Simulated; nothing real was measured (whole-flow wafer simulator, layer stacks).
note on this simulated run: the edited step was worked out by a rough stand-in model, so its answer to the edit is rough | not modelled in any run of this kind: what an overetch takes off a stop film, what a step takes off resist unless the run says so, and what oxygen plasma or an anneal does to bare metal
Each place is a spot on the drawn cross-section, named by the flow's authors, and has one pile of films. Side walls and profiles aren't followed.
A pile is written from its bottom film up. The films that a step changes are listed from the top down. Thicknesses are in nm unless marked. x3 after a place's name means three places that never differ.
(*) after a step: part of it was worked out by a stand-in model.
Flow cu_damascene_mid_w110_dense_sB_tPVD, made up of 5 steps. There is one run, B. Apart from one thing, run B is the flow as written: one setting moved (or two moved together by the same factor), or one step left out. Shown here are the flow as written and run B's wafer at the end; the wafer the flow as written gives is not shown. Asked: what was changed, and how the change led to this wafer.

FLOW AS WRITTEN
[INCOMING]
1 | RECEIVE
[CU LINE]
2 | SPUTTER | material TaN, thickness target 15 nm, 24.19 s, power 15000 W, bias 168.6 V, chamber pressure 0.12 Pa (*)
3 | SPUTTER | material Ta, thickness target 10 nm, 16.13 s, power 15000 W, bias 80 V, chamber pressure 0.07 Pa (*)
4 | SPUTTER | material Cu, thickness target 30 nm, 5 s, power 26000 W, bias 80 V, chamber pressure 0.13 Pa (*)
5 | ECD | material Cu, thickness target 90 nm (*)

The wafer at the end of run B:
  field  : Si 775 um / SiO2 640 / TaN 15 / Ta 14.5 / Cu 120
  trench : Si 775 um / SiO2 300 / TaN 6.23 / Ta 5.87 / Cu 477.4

The reason: step 3, SPUTTER: 23.39 s was run, while the flow as written has 16.13 s.

The path from the change to this, step by step:
  3 | SPUTTER | material Ta, thickness target 10 nm, 16.13 s, power 15000 W, bias 80 V, chamber pressure 0.07 Pa (*)
      field: Ta gains 14.5 (new film) (in the flow as written it would be: Ta gains 10 (new film))
      trench: Ta gains 5.87 (new film) (in the flow as written it would be: Ta gains 4.05 (new film))
